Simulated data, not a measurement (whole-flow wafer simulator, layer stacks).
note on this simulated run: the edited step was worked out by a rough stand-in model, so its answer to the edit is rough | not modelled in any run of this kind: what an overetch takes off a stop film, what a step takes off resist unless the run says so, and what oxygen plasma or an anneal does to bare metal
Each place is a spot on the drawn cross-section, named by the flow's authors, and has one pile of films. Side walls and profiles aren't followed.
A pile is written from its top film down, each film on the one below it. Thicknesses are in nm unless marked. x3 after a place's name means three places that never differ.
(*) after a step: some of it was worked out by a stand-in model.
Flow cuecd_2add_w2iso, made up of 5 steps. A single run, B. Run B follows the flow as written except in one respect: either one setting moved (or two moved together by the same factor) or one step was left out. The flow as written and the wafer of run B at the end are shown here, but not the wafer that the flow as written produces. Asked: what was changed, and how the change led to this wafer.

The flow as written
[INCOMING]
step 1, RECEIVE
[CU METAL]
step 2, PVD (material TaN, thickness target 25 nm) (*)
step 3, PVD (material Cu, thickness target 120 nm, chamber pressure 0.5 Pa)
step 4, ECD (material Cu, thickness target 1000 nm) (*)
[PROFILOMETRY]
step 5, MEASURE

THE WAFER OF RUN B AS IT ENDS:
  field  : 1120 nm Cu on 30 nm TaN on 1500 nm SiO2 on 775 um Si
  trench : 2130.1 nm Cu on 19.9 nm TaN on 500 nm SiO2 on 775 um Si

Cause: step 2, PVD: thickness target 30 nm was run, though the flow has thickness target 25 nm.
The wafer itself shows it: field has TaN 30, and step 2 as written asks for 25 nm.

How this came from the change, step by step:
  step 2, PVD (material TaN, thickness target 25 nm) (*)
      field: TaN gains 30 (new film) (it would be, as written: TaN gains 25 (new film))
      trench: TaN gains 19.9 (new film) (it would be, as written: TaN gains 16.6 (new film))
